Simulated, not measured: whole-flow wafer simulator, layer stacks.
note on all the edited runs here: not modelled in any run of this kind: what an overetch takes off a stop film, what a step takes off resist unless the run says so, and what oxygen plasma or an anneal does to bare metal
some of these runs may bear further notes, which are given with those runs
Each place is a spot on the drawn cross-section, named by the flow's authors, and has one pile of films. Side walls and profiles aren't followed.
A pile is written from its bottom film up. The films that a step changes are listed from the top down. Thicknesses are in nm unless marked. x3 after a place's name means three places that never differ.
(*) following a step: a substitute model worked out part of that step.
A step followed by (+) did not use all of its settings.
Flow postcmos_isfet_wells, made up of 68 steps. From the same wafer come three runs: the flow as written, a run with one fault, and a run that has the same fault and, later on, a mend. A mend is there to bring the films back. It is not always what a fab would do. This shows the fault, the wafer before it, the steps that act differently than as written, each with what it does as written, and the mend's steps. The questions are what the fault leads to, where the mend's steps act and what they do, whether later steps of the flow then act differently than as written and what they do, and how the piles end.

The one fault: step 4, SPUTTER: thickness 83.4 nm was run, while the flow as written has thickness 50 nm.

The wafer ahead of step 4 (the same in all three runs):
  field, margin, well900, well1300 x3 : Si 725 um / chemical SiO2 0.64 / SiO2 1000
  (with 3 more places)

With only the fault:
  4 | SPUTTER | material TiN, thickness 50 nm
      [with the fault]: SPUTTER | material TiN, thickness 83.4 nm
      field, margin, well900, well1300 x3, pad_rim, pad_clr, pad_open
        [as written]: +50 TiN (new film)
        [with the fault]: +83.4 TiN (new film)
  Steps further on in the flow that do not act as written (1 other step is not shown; it differs only slightly, by no more than 2% or 0.5 nm, whichever is larger):
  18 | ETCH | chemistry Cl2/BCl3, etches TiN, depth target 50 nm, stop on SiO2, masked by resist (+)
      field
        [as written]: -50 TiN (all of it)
        [with the fault]: -50 TiN
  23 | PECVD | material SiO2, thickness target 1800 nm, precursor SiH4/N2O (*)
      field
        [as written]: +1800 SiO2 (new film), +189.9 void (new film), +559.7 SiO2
        [with the fault]: +1800 SiO2 (new film), +190.2 void (new film), +559.8 SiO2 (new film)
  The piles end different from the flow's at field, margin, well900, well1300 x3, pad_rim, pad_clr, pad_open by more than 2% or 0.5 nm, whichever is larger.
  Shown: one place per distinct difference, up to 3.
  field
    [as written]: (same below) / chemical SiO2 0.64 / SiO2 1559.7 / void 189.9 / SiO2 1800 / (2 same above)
    [with the fault]: (same below) / chemical SiO2 0.64 / SiO2 1000 / TiN 33 / SiO2 559.8 / void 190.2 / SiO2 1800 / (2 same above)
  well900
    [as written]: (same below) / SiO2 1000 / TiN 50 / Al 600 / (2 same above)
    [with the fault]: (same below) / SiO2 1000 / TiN 83.4 / Al 600 / (2 same above)
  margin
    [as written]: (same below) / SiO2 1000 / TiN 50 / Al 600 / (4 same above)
    [with the fault]: (same below) / SiO2 1000 / TiN 83.4 / Al 600 / (4 same above)

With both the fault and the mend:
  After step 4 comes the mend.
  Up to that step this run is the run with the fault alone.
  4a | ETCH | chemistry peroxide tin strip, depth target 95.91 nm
      field, margin, well900, well1300 x3, pad_rim, pad_clr, pad_open
        -83.4 TiN (all of it)
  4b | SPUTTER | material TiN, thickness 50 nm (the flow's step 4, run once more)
      field, margin, well900, well1300 x3, pad_rim, pad_clr, pad_open
        +50 TiN (new film)
  None of the later steps of the flow acts differently than as written at any place that is followed.
  At every place that both follow, the piles at the end match the flow's.
